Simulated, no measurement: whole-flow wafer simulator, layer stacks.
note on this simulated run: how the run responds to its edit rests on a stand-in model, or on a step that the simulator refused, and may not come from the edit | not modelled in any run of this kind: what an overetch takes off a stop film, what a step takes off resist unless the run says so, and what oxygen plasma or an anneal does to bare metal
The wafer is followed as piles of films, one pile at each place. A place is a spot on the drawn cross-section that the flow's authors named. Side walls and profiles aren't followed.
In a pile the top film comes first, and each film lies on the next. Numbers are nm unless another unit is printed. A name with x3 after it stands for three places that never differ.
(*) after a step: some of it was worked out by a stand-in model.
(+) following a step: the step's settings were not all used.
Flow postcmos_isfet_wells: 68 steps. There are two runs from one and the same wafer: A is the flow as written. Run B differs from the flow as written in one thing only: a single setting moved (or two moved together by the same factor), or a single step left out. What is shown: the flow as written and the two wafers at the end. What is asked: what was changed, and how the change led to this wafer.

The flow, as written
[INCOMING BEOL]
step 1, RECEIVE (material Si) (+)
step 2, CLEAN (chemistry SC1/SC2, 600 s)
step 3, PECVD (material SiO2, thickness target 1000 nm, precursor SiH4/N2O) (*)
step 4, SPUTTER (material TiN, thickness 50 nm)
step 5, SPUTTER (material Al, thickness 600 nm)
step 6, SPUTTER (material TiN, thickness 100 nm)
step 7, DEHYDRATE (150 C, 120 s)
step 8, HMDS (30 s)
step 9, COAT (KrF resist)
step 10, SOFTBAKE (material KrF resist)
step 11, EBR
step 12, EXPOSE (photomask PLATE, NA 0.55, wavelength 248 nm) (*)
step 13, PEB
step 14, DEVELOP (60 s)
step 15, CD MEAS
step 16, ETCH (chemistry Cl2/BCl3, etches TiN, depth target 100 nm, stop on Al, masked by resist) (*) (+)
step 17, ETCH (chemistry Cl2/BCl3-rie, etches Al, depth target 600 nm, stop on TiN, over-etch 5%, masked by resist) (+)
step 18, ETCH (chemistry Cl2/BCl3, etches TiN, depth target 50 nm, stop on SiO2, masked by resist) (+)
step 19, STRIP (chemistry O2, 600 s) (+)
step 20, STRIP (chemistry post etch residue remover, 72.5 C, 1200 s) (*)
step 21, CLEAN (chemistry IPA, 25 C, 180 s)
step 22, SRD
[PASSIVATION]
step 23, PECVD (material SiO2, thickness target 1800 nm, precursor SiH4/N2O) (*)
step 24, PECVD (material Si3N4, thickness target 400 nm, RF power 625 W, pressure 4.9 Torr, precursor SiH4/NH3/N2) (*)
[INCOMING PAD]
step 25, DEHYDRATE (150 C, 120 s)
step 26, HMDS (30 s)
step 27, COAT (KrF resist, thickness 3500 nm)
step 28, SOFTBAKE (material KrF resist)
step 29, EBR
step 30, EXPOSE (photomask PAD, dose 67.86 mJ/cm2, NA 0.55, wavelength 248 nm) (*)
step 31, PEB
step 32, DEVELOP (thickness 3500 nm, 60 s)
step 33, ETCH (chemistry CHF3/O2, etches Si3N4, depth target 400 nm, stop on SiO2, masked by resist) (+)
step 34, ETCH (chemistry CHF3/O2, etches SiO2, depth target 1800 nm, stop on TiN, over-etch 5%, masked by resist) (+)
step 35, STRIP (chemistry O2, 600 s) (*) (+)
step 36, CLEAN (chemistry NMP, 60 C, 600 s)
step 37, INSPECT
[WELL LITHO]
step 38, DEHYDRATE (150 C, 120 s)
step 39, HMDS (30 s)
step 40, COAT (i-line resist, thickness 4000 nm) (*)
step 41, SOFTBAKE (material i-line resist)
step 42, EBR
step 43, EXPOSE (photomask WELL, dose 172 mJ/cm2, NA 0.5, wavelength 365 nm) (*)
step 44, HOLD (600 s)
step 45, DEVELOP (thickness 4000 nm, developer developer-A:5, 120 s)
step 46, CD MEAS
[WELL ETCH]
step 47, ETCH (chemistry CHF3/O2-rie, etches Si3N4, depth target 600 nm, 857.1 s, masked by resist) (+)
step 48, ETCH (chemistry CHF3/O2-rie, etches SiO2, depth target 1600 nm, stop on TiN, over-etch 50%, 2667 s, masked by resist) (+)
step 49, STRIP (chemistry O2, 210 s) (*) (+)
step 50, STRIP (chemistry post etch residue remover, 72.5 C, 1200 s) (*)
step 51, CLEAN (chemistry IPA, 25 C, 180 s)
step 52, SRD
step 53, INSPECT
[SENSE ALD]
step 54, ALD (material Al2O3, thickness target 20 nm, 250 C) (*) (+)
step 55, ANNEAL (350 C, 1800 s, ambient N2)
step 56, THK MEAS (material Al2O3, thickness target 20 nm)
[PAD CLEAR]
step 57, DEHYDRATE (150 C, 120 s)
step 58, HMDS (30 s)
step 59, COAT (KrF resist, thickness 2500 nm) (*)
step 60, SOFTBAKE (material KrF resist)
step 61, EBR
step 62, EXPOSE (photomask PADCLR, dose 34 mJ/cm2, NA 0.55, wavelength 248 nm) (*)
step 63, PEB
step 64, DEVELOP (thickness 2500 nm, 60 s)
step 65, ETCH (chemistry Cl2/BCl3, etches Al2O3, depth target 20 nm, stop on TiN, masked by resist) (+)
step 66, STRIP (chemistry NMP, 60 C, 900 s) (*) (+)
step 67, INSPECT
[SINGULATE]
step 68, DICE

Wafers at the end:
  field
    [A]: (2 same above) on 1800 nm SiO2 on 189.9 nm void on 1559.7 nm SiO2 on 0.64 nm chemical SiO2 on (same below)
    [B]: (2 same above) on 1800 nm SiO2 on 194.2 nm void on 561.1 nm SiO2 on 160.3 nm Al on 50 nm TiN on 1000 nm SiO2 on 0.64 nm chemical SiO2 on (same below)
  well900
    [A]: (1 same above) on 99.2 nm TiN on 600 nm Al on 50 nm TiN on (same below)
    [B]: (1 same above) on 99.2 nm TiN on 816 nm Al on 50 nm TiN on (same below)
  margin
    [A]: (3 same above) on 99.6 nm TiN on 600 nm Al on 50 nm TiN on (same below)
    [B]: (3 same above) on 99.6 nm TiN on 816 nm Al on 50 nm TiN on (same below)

The reason: step 5, SPUTTER: thickness 816 nm was run, whereas the flow has thickness 600 nm.
The wafer itself shows it: well900 has Al 816, and step 5 as written asks for 600 nm.

The path from the change to this, step by step:
  step 5, SPUTTER (material Al, thickness 600 nm)
      field, margin, well900, well1300 x3, pad_rim, pad_clr, pad_open: A +600 Al (new film) | B +816 Al (new film)
  step 17, ETCH (chemistry Cl2/BCl3-rie, etches Al, depth target 600 nm, stop on TiN, over-etch 5%, masked by resist) (+)
      field: A -600 Al (all of it) | B -600 Al
  step 18, ETCH (chemistry Cl2/BCl3, etches TiN, depth target 50 nm, stop on SiO2, masked by resist) (+)
      field: A -50 TiN (all of it) | B -50 Al
  step 20, STRIP (chemistry post etch residue remover, 72.5 C, 1200 s) (*)
      field: A nothing | B -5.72 Al
  step 23, PECVD (material SiO2, thickness target 1800 nm, precursor SiH4/N2O) (*)
      field: A +1800 SiO2 (new film), +189.9 void (new film), +559.7 SiO2 | B +1800 SiO2 (new film), +194.2 void (new film), +561.1 SiO2 (new film)
With metal films that touch counted as one body, field has 1 body; the flow as written gives 0 bodies.
